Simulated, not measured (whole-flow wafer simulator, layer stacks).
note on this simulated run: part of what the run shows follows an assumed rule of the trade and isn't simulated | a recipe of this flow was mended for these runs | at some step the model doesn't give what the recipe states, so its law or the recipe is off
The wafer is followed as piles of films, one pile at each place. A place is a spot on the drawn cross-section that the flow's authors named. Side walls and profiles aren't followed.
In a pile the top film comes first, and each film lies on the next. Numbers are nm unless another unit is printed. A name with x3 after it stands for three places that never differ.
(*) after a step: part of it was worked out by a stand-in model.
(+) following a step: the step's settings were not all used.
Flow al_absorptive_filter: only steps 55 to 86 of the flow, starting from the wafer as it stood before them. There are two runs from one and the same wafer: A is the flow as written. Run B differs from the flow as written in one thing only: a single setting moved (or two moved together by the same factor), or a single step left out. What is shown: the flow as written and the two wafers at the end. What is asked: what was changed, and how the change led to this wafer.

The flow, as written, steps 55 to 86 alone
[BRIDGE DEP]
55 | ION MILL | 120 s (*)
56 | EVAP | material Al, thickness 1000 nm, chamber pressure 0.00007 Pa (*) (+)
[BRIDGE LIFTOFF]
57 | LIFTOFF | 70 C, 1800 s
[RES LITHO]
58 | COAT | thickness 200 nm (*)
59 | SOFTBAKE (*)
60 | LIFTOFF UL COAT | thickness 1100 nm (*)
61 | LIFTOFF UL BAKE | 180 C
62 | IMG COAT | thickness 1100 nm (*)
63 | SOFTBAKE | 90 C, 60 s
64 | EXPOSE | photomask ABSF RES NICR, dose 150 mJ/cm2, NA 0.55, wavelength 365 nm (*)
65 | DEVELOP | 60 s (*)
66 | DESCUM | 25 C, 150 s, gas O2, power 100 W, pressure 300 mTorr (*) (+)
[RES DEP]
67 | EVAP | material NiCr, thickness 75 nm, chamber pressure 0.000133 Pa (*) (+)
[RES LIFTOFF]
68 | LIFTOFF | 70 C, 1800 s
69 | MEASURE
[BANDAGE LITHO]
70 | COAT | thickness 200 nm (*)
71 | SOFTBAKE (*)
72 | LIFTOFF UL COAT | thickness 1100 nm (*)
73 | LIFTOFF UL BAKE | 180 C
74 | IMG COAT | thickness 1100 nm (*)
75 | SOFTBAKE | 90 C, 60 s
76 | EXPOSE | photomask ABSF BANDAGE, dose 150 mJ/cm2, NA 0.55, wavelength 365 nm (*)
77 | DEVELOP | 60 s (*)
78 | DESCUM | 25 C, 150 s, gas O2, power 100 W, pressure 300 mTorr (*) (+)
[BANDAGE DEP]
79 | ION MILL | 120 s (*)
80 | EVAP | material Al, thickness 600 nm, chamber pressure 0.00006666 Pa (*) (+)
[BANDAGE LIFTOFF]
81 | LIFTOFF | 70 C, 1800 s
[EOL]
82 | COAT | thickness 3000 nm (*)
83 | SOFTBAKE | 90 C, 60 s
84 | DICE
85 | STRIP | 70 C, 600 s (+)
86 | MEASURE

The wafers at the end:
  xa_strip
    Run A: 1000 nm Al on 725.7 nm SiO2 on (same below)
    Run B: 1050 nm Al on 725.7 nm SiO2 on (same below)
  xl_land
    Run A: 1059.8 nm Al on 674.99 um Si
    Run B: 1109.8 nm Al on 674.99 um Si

What caused this: step 56, EVAP: thickness 1050 nm was run, while the flow as written has thickness 1000 nm.
The wafer lets one read it off: xa_strip has Al 1050, and step 56 as written asks for 1000 nm.

The path from the change to this, step by step:
  56 | EVAP | material Al, thickness 1000 nm, chamber pressure 0.00007 Pa (*) (+)
      gnd, pad_far, pad_near and 10 more: A Al gains 1000 (new film) | B Al gains 1050 (new film)
      xl_land: A Al gains 1000 | B Al gains 1050
  57 | LIFTOFF | 70 C, 1800 s
      gnd, xa_field, idc_field: A Al loses 1000 (all of it), i-line-resist loses 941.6 (all of it), lift-off-underlayer loses 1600 (all of it), acrylic-e-beam-resist loses 200 (all of it) | B Al loses 1050 (all of it), i-line-resist loses 941.6 (all of it), lift-off-underlayer loses 1600 (all of it), acrylic-e-beam-resist loses 200 (all of it)
      pad_far: A Al loses 1000 (all of it), i-line-resist loses 940.5 (all of it), lift-off-underlayer loses 1591.1 (all of it), acrylic-e-beam-resist loses 198.5 (all of it) | B Al loses 1050 (all of it), i-line-resist loses 940.5 (all of it), lift-off-underlayer loses 1591.1 (all of it), acrylic-e-beam-resist loses 198.5 (all of it)
      (also at 6 further places)
  58 | COAT | thickness 200 nm (*)
      xa_margin: A acrylic-e-beam-resist gains 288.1 (new film) | B acrylic-e-beam-resist gains 296.9 (new film)
      xa_strip: A acrylic-e-beam-resist gains 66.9 (new film) | B acrylic-e-beam-resist gains 64.5 (new film)
  60 | LIFTOFF UL COAT | thickness 1100 nm (*)
      xa_strip: A lift-off-underlayer gains 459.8 (new film) | B lift-off-underlayer gains 447.7 (new film)
  62 | IMG COAT | thickness 1100 nm (*)
      xa_strip: A i-line-resist gains 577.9 (new film) | B i-line-resist gains 557.8 (new film)
  68 | LIFTOFF | 70 C, 1800 s
      xa_margin: A NiCr loses 75 (all of it), i-line-resist loses 598.1 (all of it), lift-off-underlayer loses 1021 (all of it), acrylic-e-beam-resist loses 288.1 (all of it) | B NiCr loses 75 (all of it), i-line-resist loses 584.3 (all of it), lift-off-underlayer loses 1038.5 (all of it), acrylic-e-beam-resist loses 296.9 (all of it)
      xa_strip: A NiCr loses 75 (all of it), i-line-resist loses 433.3 (all of it), lift-off-underlayer loses 459.8 (all of it), acrylic-e-beam-resist loses 66.9 (all of it) | B NiCr loses 75 (all of it), i-line-resist loses 413.4 (all of it), lift-off-underlayer loses 447.7 (all of it), acrylic-e-beam-resist loses 64.5 (all of it)
  70 | COAT | thickness 200 nm (*)
      xa_margin: A acrylic-e-beam-resist gains 288.1 (new film) | B acrylic-e-beam-resist gains 296.9 (new film)
      xa_strip: A acrylic-e-beam-resist gains 66.9 (new film) | B acrylic-e-beam-resist gains 64.5 (new film)
  72 | LIFTOFF UL COAT | thickness 1100 nm (*)
      xa_strip: A lift-off-underlayer gains 459.8 (new film) | B lift-off-underlayer gains 447.7 (new film)
  74 | IMG COAT | thickness 1100 nm (*)
      xa_strip: A i-line-resist gains 577.9 (new film) | B i-line-resist gains 557.8 (new film)
  81 | LIFTOFF | 70 C, 1800 s
      xa_margin: A Al loses 600 (all of it), i-line-resist loses 604.4 (all of it), lift-off-underlayer loses 1021 (all of it), acrylic-e-beam-resist loses 288.1 (all of it) | B Al loses 600 (all of it), i-line-resist loses 590.6 (all of it), lift-off-underlayer loses 1038.5 (all of it), acrylic-e-beam-resist loses 296.9 (all of it)
      xa_strip: A Al loses 600 (all of it), i-line-resist loses 439.6 (all of it), lift-off-underlayer loses 459.8 (all of it), acrylic-e-beam-resist loses 66.9 (all of it) | B Al loses 600 (all of it), i-line-resist loses 419.7 (all of it), lift-off-underlayer loses 447.7 (all of it), acrylic-e-beam-resist loses 64.5 (all of it)
  82 | COAT | thickness 3000 nm (*)
      xa_strip: A i-line-resist gains 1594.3 (new film) | B i-line-resist gains 1556.1 (new film)
  83 | SOFTBAKE | 90 C, 60 s
      xa_margin: A i-line-resist loses 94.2 | B i-line-resist loses 97
      xa_strip: A i-line-resist loses 117.3 | B i-line-resist loses 120.9
  85 | STRIP | 70 C, 600 s (+)
      xa_strip: A i-line-resist loses 1477 (all of it) | B i-line-resist loses 1435.2 (all of it)
